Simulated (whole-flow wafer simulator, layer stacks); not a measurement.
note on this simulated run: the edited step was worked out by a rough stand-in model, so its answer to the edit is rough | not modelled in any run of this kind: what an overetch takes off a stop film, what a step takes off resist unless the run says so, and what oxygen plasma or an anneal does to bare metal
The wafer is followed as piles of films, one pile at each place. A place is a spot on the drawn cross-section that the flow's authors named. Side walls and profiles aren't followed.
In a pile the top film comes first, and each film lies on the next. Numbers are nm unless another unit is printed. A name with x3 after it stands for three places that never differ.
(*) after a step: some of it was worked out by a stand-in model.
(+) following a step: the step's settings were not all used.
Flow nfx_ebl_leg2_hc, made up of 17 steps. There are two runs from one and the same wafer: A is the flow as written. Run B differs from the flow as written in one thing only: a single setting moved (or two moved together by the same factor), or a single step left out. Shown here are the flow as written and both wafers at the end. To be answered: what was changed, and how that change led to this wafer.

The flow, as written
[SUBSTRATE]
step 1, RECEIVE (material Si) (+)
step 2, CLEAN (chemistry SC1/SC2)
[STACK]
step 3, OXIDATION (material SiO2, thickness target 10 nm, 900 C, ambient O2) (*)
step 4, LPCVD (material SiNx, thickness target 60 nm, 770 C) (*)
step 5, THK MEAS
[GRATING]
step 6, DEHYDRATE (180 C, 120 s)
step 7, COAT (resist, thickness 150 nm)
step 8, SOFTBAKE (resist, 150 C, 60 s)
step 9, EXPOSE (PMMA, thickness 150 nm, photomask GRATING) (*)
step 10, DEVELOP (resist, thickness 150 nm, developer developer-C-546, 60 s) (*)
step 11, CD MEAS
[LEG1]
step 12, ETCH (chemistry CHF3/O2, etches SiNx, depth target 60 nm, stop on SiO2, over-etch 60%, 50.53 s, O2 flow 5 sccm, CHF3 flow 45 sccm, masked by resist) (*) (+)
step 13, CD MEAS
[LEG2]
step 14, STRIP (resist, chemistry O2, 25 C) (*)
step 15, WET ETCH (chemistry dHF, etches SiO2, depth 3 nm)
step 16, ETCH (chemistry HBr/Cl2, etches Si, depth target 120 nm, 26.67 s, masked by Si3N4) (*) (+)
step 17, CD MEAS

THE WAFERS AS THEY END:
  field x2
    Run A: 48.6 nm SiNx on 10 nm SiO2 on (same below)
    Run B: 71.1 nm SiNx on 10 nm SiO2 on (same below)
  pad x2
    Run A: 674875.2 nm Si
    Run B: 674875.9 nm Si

What caused this: step 4, LPCVD: thickness target 82.5 nm was run, whereas the flow has thickness target 60 nm.

Step by step, how the change led to this:
  step 4, LPCVD (material SiNx, thickness target 60 nm, 770 C) (*)
      field x2, pad x2: A SiNx gains 60 (new film) | B SiNx gains 82.5 (new film)
  step 12, ETCH (chemistry CHF3/O2, etches SiNx, depth target 60 nm, stop on SiO2, over-etch 60%, 50.53 s, O2 flow 5 sccm, CHF3 flow 45 sccm, masked by resist) (*) (+)
      pad x2: A SiNx loses 60 (all of it), SiO2 loses 10 (all of it) | B SiNx loses 82.5 (all of it), SiO2 loses 6.75
  step 14, STRIP (resist, chemistry O2, 25 C) (*)
      pad x2: A chemical SiO2 gains 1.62 (new film), Si loses 0.71 | B nothing
  step 15, WET ETCH (chemistry dHF, etches SiO2, depth 3 nm)
      pad x2: A chemical SiO2 loses 1.62 (all of it) | B SiO2 loses 3.25 (all of it)
